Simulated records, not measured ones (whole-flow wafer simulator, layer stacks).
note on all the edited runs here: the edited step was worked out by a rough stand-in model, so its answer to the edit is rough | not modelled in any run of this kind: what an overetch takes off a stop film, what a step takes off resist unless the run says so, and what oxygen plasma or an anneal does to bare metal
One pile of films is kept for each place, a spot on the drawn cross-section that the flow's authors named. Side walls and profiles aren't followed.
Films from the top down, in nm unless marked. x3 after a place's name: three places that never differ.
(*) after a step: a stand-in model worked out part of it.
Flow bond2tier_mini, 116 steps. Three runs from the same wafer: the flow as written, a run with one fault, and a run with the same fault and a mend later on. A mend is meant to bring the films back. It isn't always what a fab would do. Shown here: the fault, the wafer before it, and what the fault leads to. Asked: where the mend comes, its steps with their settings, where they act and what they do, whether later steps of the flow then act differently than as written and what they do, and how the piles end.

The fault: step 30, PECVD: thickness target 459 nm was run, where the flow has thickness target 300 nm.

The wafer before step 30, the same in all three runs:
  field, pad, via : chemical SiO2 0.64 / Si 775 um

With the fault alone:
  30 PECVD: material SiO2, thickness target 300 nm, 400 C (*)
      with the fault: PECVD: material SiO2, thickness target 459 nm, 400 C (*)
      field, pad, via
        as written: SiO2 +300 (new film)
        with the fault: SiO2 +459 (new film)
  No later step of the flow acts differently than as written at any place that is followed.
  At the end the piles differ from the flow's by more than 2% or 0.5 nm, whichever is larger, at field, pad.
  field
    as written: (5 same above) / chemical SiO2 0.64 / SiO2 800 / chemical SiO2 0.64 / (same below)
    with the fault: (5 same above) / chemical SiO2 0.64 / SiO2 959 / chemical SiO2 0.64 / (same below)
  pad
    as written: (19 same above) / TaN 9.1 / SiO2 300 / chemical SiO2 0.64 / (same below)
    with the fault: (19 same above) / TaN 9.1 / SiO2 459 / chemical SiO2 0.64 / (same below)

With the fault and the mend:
  The mend comes after step 30.
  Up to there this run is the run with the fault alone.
  30a ETCH: chemistry CHF3/CF4-rie, etches SiO2, depth target 159 nm (the flow's step 9 once more, with other settings)
      field, pad, via
        SiO2 -159
  No later step of the flow acts differently than as written at any place that is followed.
  At the end the piles are the same as the flow's at every place that both follow.
